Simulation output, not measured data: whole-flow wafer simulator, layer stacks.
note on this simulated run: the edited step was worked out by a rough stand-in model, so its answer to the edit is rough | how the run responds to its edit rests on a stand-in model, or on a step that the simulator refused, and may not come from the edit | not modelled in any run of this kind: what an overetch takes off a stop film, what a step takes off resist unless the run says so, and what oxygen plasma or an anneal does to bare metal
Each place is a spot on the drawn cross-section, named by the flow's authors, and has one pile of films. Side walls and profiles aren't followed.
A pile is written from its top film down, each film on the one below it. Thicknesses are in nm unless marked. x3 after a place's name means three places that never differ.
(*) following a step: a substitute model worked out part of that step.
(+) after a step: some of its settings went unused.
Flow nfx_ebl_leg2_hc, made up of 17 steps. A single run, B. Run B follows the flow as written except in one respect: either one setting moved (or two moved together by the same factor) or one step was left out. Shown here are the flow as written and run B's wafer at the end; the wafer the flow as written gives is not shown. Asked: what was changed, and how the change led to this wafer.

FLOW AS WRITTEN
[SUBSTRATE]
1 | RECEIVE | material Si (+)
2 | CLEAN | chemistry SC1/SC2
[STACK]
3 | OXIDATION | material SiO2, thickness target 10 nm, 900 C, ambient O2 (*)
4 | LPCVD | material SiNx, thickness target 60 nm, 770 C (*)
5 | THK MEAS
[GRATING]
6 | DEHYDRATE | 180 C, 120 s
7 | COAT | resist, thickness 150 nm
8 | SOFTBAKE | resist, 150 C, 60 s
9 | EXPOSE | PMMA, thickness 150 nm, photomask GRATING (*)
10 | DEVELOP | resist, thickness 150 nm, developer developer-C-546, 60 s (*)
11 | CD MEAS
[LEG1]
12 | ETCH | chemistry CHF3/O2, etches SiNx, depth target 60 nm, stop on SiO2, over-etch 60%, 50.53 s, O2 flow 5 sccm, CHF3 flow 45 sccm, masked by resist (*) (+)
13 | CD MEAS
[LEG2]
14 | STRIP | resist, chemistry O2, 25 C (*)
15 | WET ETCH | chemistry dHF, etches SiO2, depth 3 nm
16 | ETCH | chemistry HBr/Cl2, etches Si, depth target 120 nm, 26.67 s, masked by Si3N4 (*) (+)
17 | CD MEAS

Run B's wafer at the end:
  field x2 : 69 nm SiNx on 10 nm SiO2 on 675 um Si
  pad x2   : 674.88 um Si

The reason: step 4, LPCVD: thickness target 80.4 nm was run, while the flow as written has thickness target 60 nm.

The path from the change to this, step by step:
  4 | LPCVD | material SiNx, thickness target 60 nm, 770 C (*)
      field x2, pad x2: SiNx gains 80.4 (new film) (it would be, as written: SiNx gains 60 (new film))
  12 | ETCH | chemistry CHF3/O2, etches SiNx, depth target 60 nm, stop on SiO2, over-etch 60%, 50.53 s, O2 flow 5 sccm, CHF3 flow 45 sccm, masked by resist (*) (+)
      pad x2: SiNx loses 80.4 (all of it), SiO2 loses 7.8 (it would be, as written: SiNx loses 60 (all of it), SiO2 loses 10 (all of it))
  14 | STRIP | resist, chemistry O2, 25 C (*)
      pad x2: nothing (it would be, as written: chemical SiO2 gains 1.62 (new film), Si loses 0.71)
  15 | WET ETCH | chemistry dHF, etches SiO2, depth 3 nm
      pad x2: SiO2 loses 2.2 (all of it) (it would be, as written: chemical SiO2 loses 1.62 (all of it))
